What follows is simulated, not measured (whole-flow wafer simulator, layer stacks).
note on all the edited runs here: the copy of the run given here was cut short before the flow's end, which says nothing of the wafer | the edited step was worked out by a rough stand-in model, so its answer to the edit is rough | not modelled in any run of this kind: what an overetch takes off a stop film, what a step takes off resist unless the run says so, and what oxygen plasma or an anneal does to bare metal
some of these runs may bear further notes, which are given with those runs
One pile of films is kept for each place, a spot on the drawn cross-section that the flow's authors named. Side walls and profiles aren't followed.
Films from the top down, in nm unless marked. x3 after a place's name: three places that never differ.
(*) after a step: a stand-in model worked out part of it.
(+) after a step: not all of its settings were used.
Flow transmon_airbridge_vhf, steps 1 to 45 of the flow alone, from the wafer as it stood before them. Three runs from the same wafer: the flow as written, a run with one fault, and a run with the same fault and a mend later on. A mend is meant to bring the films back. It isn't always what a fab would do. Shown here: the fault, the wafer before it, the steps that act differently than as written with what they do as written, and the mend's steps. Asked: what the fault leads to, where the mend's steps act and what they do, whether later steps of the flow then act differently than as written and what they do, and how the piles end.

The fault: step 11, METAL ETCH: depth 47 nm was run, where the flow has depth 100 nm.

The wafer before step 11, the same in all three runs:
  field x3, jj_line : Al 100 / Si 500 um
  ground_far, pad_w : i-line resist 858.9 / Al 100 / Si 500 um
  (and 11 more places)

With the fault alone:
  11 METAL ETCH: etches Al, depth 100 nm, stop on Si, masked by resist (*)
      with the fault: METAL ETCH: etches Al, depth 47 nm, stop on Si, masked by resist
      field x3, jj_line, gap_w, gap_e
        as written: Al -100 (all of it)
        with the fault: Al -47
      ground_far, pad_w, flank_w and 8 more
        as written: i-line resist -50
        with the fault: i-line resist -23.5
  Later steps of the flow that act differently than as written (10 more steps differ only slightly, by at most 2% or 0.5 nm, whichever is larger, and aren't shown):
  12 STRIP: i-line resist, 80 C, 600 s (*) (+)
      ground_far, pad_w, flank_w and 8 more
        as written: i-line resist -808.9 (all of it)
        with the fault: i-line resist -835.4 (all of it)
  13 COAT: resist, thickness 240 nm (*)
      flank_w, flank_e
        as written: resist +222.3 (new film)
        with the fault: resist +230.8 (new film)
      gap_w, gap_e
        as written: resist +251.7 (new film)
        with the fault: resist +246 (new film)
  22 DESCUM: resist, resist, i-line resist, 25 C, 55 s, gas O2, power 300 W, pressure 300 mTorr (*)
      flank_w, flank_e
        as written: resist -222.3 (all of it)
        with the fault: resist -230.8 (all of it)
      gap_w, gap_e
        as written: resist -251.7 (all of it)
        with the fault: resist -246 (all of it)
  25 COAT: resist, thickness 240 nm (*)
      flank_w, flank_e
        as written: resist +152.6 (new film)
        with the fault: resist +159.1 (new film)
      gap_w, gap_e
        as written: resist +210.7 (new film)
        with the fault: resist +205 (new film)
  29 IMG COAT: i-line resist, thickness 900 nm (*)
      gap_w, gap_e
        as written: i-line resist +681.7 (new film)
        with the fault: i-line resist +667.8 (new film)
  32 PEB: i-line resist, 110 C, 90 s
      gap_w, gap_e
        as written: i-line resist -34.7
        with the fault: i-line resist -34
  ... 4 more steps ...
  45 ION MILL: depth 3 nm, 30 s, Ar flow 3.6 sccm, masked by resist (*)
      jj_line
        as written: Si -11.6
        with the fault: Al -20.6
  At the end the piles differ from the flow's by more than 2% or 0.5 nm, whichever is larger, at field x3, jj_line, gap_w, gap_e.
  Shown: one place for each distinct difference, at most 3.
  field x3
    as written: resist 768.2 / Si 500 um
    with the fault: resist 768.2 / Al 53 / Si 500 um
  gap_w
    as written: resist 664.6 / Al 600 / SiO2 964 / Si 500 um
    with the fault: resist 650.4 / Al 600 / SiO2 964 / Al 53 / Si 500 um
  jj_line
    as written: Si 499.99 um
    with the fault: Al 32.4 / Si 500 um

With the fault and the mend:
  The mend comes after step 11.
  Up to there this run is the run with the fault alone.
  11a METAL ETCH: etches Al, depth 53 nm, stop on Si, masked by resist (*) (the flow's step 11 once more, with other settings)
      ground_far, pad_w, flank_w and 8 more
        i-line resist -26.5
      field x3, jj_line, gap_w, gap_e
        Al -53 (all of it)
  No later step of the flow acts differently than as written at any place that is followed.
  At the end the piles are the same as the flow's at every place that both follow.
